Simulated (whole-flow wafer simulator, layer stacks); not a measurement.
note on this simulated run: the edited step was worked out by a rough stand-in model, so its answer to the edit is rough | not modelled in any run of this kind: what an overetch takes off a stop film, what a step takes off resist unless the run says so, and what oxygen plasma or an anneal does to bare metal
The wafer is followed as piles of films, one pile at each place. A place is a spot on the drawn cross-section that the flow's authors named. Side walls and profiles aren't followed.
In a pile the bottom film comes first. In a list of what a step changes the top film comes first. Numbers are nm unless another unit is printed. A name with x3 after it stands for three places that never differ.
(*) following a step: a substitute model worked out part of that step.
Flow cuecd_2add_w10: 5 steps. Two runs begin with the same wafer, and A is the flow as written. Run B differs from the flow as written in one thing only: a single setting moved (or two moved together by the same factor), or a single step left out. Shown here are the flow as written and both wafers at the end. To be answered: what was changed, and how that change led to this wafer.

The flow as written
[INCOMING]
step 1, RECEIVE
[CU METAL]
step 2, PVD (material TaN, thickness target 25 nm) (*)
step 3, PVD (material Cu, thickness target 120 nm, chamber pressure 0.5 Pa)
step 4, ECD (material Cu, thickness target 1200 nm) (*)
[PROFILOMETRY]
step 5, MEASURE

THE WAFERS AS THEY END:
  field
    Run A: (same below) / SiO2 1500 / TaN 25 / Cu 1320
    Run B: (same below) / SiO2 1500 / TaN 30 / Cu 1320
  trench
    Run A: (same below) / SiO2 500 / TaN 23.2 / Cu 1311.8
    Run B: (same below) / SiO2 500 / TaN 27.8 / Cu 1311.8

Cause: step 2, PVD: thickness target 30 nm was run, though the flow has thickness target 25 nm.
The wafer itself shows it: field has TaN 30, and step 2 as written asks for 25 nm.

The path from the change to this, step by step:
  step 2, PVD (material TaN, thickness target 25 nm) (*)
      field: A +25 TaN (new film) | B +30 TaN (new film)
      trench: A +23.2 TaN (new film) | B +27.8 TaN (new film)
